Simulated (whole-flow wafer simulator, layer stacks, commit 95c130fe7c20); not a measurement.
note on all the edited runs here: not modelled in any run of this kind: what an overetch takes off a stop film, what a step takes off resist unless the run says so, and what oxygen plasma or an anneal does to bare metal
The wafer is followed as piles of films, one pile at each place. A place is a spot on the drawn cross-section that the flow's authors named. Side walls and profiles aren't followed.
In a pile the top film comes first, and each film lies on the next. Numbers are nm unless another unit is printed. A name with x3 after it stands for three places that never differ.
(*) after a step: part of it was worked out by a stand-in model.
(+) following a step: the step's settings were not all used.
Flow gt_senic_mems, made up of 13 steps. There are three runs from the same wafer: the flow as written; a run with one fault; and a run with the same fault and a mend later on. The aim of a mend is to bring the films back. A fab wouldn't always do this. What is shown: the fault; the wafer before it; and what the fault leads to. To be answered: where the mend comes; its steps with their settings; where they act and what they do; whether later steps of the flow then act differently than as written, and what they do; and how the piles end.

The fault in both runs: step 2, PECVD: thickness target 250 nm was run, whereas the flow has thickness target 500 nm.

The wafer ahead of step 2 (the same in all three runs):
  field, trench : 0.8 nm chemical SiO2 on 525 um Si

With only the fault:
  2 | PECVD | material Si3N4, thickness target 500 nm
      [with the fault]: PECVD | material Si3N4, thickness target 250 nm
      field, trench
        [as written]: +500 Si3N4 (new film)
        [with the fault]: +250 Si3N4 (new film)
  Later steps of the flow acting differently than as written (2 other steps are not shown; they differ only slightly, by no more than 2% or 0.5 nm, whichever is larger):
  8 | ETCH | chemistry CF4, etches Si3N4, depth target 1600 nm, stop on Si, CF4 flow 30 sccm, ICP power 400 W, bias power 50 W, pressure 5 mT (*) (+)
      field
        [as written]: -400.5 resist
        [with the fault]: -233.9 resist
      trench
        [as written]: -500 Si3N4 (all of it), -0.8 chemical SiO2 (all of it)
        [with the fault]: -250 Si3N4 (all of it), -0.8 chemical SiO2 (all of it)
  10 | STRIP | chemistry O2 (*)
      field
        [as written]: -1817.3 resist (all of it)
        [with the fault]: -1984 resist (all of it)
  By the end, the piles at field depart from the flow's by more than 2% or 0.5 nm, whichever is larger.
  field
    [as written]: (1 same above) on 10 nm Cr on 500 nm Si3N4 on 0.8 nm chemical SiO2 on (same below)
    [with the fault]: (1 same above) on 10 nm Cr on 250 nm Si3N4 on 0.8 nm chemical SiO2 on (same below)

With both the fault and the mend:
  The mend follows step 2.
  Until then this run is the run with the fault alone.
  2a | PECVD | material Si3N4, thickness target 250 nm (the flow's step 2 again, with other settings)
      field, trench
        +250 Si3N4
  Later steps of the flow that are run all act as written at every place that is followed.
  At every place that both follow, the piles at the end match the flow's.
